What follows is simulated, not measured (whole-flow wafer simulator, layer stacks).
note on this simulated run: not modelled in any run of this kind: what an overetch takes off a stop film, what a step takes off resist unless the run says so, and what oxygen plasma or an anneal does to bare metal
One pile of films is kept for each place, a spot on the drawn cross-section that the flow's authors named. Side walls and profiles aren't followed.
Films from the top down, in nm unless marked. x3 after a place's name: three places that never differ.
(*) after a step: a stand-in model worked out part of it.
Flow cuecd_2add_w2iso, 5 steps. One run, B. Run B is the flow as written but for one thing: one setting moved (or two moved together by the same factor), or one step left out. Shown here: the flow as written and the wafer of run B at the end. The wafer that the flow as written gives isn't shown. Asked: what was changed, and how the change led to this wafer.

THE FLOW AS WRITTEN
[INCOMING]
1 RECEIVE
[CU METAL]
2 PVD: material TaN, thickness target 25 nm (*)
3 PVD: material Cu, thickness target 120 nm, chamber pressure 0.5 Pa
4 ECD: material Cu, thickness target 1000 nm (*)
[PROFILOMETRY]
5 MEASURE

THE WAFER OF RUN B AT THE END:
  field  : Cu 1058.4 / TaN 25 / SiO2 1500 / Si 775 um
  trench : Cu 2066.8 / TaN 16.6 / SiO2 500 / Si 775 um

The cause: step 3, PVD: thickness target 58.4 nm was run, where the flow has thickness target 120 nm.

How the change led to this, step by step:
  3 PVD: material Cu, thickness target 120 nm, chamber pressure 0.5 Pa
      field: Cu +58.4 (new film) (as written it would be: Cu +120 (new film))
      trench: Cu +39.5 (new film) (as written it would be: Cu +80.8 (new film))
